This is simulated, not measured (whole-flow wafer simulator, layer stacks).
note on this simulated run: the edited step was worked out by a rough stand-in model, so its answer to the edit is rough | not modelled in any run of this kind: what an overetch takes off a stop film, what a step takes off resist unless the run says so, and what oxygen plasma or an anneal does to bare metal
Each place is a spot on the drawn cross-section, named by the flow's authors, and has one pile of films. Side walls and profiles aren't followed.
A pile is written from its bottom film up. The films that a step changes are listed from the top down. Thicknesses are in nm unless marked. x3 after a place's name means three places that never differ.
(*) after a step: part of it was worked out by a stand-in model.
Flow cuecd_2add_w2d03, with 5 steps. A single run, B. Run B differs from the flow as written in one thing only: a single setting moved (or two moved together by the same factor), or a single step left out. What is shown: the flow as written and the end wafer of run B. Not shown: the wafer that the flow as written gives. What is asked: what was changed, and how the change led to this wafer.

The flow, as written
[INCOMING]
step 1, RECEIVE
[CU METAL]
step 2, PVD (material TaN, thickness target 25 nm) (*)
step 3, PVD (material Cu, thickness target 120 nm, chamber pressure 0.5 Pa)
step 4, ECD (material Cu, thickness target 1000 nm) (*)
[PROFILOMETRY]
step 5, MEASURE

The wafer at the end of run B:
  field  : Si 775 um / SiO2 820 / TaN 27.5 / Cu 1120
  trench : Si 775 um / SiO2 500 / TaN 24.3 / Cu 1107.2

Cause: step 2, PVD: thickness target 27.5 nm was run, whereas the flow has thickness target 25 nm.
The wafer lets one read it off: field has TaN 27.5, and step 2 as written asks for 25 nm.

How this came from the change, step by step:
  step 2, PVD (material TaN, thickness target 25 nm) (*)
      field: TaN gains 27.5 (new film) (it would be, as written: TaN gains 25 (new film))
      trench: TaN gains 24.3 (new film) (it would be, as written: TaN gains 22.1 (new film))
